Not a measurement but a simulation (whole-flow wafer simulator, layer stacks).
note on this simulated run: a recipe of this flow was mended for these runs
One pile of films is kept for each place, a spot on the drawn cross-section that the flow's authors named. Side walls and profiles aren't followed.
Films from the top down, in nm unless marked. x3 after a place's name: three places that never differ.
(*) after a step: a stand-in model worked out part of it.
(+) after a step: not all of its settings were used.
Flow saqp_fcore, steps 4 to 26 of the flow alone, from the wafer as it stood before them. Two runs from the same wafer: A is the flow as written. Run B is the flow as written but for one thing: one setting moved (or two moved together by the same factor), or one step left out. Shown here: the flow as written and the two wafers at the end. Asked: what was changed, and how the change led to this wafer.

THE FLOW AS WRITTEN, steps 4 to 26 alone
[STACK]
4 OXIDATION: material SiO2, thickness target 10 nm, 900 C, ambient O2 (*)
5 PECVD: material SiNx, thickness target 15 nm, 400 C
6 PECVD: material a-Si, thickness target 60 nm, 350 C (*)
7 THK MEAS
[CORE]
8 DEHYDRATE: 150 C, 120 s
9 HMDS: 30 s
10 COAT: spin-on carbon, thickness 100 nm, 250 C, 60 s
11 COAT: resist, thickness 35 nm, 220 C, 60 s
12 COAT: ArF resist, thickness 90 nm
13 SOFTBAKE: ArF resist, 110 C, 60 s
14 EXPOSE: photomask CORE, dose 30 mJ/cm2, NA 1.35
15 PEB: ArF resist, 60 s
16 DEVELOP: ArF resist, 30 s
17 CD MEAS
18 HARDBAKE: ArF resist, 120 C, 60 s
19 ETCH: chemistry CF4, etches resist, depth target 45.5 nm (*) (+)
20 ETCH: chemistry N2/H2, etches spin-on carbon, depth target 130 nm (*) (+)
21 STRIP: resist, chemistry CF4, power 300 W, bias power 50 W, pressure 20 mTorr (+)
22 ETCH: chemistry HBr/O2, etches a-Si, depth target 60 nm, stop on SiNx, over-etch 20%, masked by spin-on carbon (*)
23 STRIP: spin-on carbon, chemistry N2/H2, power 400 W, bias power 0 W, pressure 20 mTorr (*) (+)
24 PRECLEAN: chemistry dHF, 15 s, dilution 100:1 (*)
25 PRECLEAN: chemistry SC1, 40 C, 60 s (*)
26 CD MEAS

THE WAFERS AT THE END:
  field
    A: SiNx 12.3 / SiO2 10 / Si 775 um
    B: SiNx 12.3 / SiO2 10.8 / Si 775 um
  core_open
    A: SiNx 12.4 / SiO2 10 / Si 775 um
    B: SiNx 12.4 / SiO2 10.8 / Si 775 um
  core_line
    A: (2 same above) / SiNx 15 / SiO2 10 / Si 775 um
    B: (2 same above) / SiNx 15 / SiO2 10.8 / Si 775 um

The cause: step 4, OXIDATION: thickness target 10.8 nm was run, where the flow has thickness target 10 nm.
It can be read off the wafer: field has SiO2 10.8, and step 4 as written asks for 10 nm.

How the change led to this, step by step:
  4 OXIDATION: material SiO2, thickness target 10 nm, 900 C, ambient O2 (*)
      field, core_open, core_line: A SiO2 +10 (new film), chemical SiO2 -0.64 (all of it), Si -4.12 | B SiO2 +10.8 (new film), chemical SiO2 -0.64 (all of it), Si -4.47
